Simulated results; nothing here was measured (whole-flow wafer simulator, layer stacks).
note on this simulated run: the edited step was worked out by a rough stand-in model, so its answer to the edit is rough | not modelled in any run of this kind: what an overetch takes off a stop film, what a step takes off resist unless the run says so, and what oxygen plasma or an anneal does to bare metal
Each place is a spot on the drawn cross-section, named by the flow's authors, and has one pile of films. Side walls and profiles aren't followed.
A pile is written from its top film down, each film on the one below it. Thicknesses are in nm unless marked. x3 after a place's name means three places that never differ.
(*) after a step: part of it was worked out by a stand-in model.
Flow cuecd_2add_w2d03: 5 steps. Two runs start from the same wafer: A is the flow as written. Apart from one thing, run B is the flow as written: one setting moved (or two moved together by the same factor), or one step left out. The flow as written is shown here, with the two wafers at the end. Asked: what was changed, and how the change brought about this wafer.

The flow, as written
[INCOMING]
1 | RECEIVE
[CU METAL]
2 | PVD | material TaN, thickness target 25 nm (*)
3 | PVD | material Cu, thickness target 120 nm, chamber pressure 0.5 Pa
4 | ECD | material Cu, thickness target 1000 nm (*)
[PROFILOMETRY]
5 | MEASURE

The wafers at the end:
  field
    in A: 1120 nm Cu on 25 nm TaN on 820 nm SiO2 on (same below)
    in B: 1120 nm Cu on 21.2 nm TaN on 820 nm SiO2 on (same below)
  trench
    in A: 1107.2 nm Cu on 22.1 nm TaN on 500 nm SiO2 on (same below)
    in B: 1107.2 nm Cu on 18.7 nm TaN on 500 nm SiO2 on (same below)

What caused this: step 2, PVD: thickness target 21.2 nm was run, though the flow has thickness target 25 nm.
One can read it off the wafer: field has TaN 21.2, and step 2 as written asks for 25 nm.

The path from the change to this, step by step:
  2 | PVD | material TaN, thickness target 25 nm (*)
      field: A TaN gains 25 (new film) | B TaN gains 21.2 (new film)
      trench: A TaN gains 22.1 (new film) | B TaN gains 18.7 (new film)
